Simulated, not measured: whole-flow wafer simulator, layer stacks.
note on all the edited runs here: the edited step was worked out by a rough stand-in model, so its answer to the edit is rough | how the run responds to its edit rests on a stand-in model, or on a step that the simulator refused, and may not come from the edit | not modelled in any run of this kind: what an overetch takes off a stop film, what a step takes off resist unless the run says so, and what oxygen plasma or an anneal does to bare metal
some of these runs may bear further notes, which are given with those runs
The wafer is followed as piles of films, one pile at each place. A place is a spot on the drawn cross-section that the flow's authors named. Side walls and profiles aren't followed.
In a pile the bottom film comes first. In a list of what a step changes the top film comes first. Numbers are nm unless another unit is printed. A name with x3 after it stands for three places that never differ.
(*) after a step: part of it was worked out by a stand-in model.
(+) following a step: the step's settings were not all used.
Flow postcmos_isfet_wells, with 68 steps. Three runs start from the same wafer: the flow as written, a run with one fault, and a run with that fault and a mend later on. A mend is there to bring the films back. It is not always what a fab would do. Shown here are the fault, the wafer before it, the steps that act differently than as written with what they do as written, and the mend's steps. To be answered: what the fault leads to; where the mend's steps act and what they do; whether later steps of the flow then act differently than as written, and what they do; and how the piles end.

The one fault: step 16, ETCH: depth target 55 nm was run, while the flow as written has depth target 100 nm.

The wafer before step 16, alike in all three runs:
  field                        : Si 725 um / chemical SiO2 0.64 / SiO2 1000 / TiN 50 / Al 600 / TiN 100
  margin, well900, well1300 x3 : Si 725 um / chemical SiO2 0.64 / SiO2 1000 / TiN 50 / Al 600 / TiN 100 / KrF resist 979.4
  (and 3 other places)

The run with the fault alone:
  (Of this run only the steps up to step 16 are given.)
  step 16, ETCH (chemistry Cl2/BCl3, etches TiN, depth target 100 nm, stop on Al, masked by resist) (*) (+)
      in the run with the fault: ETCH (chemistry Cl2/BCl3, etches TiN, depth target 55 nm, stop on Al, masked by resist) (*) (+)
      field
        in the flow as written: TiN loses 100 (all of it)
        in the run with the fault: TiN loses 55
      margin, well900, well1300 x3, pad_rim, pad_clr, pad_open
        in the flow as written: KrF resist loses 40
        in the run with the fault: KrF resist loses 22
  Once step 16 is done, the piles at field depart from the flow's by more than 2% or 0.5 nm, whichever is larger.
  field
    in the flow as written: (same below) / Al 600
    in the run with the fault: (same below) / Al 600 / TiN 45

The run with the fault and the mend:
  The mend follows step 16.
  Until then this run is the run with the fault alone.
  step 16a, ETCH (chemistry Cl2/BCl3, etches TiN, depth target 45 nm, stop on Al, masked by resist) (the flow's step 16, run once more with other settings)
      margin, well900, well1300 x3, pad_rim, pad_clr, pad_open
        KrF resist loses 18
      field
        TiN loses 45 (all of it)
  Later steps of the flow that are run all act as written at every place that is followed.
  By the end, the piles equal the flow's at every place that both follow.
